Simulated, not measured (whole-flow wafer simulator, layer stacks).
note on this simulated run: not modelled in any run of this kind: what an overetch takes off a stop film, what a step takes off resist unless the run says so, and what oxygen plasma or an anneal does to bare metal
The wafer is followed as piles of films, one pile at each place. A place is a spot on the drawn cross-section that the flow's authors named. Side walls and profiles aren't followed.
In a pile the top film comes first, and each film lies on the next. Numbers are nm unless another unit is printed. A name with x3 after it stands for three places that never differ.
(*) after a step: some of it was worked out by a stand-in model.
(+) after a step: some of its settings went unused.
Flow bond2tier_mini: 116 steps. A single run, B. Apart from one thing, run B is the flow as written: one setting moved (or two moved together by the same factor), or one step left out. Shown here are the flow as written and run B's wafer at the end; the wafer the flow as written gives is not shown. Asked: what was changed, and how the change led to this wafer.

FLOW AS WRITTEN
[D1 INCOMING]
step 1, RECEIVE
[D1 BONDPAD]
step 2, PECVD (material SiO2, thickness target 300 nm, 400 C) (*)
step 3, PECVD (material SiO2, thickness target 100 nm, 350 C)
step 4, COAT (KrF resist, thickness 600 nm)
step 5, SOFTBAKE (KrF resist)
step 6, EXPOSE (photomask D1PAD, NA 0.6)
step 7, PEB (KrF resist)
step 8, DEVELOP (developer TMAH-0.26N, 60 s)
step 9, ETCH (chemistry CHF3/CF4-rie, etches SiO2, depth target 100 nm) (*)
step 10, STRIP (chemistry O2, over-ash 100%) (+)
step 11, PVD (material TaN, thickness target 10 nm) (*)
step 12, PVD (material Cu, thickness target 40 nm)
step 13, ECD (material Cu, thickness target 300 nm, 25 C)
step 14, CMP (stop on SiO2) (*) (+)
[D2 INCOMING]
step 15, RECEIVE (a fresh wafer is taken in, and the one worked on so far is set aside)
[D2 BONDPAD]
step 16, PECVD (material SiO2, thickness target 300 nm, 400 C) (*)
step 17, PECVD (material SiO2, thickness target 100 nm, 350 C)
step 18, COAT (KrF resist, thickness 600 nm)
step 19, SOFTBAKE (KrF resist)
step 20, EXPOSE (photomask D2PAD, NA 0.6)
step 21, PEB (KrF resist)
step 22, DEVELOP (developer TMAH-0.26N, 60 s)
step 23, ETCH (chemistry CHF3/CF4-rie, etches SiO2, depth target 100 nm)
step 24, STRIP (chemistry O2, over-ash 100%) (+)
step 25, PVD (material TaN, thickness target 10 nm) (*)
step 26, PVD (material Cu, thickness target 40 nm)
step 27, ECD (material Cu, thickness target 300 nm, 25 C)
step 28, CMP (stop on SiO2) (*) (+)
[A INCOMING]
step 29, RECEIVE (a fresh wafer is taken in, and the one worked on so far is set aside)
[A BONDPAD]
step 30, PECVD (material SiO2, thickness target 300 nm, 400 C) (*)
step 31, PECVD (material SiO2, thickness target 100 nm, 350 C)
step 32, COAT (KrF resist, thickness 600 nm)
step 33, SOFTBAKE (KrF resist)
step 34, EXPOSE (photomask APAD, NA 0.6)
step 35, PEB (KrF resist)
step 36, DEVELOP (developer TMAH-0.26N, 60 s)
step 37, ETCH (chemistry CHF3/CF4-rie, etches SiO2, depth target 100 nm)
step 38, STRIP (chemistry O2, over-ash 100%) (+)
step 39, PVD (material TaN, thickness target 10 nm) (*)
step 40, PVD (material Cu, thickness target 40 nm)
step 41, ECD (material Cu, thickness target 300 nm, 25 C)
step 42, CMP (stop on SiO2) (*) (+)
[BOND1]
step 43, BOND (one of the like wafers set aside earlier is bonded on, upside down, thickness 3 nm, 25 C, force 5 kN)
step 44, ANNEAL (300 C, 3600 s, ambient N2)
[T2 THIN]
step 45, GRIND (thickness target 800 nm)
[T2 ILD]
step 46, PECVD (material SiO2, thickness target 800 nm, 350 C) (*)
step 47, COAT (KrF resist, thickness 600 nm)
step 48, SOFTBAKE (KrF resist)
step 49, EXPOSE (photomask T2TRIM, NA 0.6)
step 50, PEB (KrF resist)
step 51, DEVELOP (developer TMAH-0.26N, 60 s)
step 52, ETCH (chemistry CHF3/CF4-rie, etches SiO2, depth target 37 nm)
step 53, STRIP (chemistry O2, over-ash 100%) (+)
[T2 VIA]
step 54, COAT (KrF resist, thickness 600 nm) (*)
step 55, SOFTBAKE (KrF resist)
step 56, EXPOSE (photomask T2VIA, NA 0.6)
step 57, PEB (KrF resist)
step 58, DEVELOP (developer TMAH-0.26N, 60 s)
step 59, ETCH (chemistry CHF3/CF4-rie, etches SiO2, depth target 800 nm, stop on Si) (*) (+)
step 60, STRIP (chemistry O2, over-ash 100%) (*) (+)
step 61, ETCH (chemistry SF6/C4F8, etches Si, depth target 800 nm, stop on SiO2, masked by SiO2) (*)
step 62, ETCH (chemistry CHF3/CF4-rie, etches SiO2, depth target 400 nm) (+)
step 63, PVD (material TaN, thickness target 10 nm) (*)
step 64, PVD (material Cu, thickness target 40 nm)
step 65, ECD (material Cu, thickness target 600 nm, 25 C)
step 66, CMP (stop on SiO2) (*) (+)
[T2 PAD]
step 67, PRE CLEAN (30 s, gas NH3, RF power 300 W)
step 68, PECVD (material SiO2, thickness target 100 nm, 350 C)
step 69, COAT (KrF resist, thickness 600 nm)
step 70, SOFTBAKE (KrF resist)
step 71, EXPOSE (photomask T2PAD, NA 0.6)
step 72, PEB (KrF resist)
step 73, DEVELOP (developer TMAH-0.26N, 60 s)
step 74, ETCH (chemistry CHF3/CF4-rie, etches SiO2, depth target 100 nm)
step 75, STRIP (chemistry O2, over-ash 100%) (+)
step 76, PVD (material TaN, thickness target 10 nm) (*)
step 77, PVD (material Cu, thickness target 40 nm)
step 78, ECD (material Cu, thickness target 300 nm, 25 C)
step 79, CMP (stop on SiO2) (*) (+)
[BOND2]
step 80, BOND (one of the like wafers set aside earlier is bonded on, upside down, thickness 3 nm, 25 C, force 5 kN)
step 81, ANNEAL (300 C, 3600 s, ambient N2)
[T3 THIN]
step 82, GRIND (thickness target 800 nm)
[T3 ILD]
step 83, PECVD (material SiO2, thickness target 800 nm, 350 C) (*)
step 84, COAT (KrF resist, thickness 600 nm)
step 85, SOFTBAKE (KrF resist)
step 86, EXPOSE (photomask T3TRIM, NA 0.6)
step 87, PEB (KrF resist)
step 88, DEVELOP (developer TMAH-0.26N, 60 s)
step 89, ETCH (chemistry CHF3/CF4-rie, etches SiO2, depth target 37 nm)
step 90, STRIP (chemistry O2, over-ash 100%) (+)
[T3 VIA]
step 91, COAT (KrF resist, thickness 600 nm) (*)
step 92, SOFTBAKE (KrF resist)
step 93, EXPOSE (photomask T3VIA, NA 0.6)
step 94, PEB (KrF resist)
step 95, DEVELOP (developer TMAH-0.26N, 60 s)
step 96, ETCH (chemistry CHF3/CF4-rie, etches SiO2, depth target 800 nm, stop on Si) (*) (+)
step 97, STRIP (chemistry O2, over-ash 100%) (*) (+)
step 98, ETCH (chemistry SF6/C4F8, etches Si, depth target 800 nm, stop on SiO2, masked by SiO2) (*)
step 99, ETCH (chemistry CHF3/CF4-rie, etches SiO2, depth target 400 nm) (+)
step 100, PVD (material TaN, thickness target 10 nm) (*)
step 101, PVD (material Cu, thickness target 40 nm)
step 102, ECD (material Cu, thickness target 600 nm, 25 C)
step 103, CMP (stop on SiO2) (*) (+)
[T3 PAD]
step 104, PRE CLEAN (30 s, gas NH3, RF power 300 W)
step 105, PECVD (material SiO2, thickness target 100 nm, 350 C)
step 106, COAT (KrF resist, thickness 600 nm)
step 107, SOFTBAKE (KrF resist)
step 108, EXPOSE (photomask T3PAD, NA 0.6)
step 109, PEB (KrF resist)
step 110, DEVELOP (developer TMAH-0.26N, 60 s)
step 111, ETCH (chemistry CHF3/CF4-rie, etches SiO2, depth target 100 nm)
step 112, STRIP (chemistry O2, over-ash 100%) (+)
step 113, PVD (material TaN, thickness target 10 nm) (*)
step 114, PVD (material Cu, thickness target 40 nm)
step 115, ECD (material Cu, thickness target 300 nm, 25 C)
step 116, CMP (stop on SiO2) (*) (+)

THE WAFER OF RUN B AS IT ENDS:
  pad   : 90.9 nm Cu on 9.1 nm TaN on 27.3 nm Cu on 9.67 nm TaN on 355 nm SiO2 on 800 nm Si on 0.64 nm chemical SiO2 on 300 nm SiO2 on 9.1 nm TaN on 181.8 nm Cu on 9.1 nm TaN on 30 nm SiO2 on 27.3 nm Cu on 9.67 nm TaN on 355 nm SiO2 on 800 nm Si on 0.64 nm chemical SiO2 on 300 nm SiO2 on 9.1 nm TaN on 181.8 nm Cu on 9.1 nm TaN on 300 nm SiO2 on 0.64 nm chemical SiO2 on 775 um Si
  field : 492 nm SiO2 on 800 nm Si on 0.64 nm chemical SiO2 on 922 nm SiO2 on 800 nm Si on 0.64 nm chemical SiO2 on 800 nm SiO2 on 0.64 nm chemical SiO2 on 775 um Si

The reason: step 68, PECVD: thickness target 130 nm was run, while the flow as written has thickness target 100 nm.

Step by step, how the change led to this:
  step 68, PECVD (material SiO2, thickness target 100 nm, 350 C)
      field: +130 SiO2 (in the flow as written it would be: +100 SiO2)
      pad: +130 SiO2 (new film) (in the flow as written it would be: +100 SiO2 (new film))
  step 74, ETCH (chemistry CHF3/CF4-rie, etches SiO2, depth target 100 nm)
      pad: -100 SiO2 (in the flow as written it would be: -100 SiO2 (all of it))
If metal films that touch count as one body, pad has 4 bodies (between them, from the top down: SiO2 355 / Si 800 / chemical SiO2 0.64 / SiO2 300; SiO2 30; SiO2 355 / Si 800 / chemical SiO2 0.64 / SiO2 300); the flow as written gives 3 bodies (between them, from the top down: SiO2 355 / Si 800 / chemical SiO2 0.64 / SiO2 300; SiO2 355 / Si 800 / chemical SiO2 0.64 / SiO2 300).
